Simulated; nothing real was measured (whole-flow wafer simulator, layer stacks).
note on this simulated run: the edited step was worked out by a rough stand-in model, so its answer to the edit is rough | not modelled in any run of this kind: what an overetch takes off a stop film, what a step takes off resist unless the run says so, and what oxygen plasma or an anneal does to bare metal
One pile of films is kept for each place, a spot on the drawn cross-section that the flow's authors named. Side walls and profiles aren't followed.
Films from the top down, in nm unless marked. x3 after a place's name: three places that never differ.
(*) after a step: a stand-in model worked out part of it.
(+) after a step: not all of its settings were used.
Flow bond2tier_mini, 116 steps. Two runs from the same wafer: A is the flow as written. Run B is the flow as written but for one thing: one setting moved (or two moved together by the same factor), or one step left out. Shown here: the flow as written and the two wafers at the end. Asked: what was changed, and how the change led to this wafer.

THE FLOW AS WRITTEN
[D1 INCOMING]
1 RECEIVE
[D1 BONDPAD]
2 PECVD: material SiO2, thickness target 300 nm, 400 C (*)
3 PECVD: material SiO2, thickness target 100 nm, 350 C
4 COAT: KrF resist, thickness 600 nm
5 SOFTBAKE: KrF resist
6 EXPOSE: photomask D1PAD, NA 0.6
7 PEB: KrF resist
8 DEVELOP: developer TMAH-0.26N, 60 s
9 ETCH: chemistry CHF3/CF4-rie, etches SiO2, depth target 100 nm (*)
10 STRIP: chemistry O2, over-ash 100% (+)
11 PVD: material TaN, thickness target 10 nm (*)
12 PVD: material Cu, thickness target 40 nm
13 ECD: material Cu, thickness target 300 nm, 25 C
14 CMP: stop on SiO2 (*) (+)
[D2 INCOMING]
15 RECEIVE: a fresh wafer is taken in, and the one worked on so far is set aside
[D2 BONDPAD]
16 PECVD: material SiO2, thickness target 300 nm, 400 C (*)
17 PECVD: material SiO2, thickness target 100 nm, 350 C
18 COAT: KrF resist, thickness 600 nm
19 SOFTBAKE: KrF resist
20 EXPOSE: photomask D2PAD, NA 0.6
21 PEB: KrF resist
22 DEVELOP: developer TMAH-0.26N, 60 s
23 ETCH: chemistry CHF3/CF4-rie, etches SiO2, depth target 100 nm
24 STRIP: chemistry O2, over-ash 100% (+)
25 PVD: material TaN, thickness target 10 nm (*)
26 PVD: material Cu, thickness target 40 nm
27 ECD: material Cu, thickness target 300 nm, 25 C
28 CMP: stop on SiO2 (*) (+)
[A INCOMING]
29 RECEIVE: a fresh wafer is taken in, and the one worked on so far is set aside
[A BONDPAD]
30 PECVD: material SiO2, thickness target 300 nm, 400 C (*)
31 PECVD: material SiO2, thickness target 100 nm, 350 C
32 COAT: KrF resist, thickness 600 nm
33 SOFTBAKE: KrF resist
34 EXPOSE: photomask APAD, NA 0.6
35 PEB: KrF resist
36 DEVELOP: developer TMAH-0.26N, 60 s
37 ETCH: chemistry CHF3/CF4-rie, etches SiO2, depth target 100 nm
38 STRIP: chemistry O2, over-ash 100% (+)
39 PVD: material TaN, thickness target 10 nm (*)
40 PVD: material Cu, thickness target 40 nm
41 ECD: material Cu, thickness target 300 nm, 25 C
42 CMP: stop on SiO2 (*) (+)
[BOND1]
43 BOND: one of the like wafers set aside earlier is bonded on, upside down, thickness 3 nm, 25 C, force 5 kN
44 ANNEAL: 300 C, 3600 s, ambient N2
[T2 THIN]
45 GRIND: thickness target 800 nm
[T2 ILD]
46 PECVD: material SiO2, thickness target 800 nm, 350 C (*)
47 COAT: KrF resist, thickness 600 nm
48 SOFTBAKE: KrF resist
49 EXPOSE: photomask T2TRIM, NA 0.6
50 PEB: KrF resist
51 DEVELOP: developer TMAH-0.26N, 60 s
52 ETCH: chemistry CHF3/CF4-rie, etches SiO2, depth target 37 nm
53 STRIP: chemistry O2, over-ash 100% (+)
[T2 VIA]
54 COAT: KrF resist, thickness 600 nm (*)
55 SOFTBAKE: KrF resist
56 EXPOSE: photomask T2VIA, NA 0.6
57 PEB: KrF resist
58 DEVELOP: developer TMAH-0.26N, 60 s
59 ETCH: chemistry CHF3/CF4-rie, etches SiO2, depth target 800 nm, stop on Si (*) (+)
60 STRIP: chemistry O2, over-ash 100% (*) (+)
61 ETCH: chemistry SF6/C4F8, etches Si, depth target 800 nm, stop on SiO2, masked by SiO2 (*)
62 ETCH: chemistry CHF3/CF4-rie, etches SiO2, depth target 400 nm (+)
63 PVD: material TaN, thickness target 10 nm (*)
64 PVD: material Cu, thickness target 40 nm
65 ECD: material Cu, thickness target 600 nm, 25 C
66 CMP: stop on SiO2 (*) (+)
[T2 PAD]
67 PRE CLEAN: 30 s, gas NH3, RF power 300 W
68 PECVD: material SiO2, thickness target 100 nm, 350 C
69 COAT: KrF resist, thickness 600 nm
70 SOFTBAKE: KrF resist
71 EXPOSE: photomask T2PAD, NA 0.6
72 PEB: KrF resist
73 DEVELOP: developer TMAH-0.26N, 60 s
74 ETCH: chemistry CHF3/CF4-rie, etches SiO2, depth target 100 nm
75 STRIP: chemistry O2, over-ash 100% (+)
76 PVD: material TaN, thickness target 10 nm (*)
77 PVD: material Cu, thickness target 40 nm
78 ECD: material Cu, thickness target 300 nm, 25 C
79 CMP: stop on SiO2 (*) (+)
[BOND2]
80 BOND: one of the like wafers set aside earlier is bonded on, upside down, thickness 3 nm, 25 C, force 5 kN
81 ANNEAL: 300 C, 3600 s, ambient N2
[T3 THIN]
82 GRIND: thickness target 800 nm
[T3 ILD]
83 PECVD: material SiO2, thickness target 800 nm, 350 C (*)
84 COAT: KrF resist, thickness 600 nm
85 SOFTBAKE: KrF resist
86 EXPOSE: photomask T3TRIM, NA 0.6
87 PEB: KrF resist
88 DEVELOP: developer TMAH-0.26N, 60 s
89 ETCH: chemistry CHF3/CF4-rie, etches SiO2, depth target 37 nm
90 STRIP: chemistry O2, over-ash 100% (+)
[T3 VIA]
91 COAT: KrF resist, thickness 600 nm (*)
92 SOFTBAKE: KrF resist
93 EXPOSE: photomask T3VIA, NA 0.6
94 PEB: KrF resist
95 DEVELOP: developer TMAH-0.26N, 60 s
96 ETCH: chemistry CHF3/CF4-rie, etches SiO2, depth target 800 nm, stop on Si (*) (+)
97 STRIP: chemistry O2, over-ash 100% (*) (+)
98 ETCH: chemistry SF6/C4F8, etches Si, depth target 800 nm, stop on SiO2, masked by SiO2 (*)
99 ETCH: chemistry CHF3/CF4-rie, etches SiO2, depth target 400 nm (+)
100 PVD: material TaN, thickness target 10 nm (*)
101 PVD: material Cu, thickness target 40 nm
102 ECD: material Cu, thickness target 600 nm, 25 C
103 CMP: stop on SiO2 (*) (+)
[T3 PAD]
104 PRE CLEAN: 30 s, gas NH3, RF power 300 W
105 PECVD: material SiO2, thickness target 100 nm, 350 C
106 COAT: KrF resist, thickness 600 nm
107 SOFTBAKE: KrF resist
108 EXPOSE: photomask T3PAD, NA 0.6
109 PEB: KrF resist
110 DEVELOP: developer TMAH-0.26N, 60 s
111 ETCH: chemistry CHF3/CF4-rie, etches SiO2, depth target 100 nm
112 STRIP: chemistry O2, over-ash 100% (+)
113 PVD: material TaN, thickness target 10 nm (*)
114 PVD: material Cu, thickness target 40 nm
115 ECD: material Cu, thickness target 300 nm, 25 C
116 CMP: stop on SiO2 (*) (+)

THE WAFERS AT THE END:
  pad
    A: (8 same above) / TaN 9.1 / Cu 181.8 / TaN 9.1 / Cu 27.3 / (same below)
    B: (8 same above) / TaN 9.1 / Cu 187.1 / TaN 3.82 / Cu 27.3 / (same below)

The cause: step 76, PVD: thickness target 4.2 nm was run, where the flow has thickness target 10 nm.

How the change led to this, step by step:
  76 PVD: material TaN, thickness target 10 nm (*)
      field: A TaN +10 (new film) | B TaN +4.2 (new film)
      pad: A TaN +9.1 (new film) | B TaN +3.82 (new film)
  79 CMP: stop on SiO2 (*) (+)
      field: A Cu -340 (all of it), TaN -10 (all of it) | B Cu -340 (all of it), TaN -4.2 (all of it)
